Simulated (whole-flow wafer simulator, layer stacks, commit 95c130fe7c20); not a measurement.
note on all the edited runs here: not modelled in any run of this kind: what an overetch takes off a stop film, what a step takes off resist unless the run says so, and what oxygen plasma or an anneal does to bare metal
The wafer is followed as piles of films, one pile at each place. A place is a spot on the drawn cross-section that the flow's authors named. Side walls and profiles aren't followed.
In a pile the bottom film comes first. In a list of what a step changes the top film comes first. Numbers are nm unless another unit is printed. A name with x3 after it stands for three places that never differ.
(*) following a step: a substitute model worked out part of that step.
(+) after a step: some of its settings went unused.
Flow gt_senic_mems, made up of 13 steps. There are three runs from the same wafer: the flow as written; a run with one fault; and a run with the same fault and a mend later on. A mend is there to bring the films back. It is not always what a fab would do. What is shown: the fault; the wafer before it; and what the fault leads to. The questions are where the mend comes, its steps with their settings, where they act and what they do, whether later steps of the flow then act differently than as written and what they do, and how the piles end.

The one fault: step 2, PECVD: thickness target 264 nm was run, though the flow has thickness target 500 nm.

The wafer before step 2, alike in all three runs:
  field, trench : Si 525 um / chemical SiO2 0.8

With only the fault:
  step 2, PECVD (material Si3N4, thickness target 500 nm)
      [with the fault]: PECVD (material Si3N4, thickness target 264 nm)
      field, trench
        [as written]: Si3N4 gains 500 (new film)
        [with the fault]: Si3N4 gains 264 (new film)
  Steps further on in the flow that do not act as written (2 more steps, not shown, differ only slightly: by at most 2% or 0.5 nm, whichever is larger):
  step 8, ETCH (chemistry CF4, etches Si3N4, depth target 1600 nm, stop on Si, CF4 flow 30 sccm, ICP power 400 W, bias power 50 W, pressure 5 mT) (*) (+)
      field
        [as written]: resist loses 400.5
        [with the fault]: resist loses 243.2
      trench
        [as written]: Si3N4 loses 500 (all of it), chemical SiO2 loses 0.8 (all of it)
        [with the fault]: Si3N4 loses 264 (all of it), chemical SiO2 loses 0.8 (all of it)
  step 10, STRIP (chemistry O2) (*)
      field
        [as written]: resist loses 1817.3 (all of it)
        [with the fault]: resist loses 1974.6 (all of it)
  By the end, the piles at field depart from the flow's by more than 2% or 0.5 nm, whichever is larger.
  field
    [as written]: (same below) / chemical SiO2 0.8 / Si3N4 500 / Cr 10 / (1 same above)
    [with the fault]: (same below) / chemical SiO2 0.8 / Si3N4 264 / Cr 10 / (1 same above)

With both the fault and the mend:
  The mend follows step 7.
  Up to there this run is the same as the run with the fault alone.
  step 7a, STRIP (chemistry O2) (*)
      field
        resist loses 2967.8 (all of it)
  step 7b, PECVD (material Si3N4, thickness target 236 nm) (a further turn of the flow's step 2, with different settings)
      field, trench
        Si3N4 gains 236
  step 7c, HMDS (a further turn of the flow's step 3)
      alters no film at any place that is followed
  step 7d, COAT (resist, thickness 3000 nm) (a further turn of the flow's step 4)
      field, trench
        resist gains 3000 (new film)
  step 7e, SOFTBAKE (resist) (a further turn of the flow's step 5)
      alters no film at any place that is followed
  step 7f, EXPOSE (photomask DEVICE, dose 108.9 mJ/cm2, wavelength 405 nm) (*) (a further turn of the flow's step 6)
      alters no film at any place that is followed
  step 7g, DEVELOP (resist, thickness 3000 nm, developer developer-E, 60 s) (a further turn of the flow's step 7)
      field
        resist loses 32.2
      trench
        resist loses 3000 (all of it)
  Every later step of the flow that is run acts as written at every place that is followed.
  By the end, the piles equal the flow's at every place that both follow.
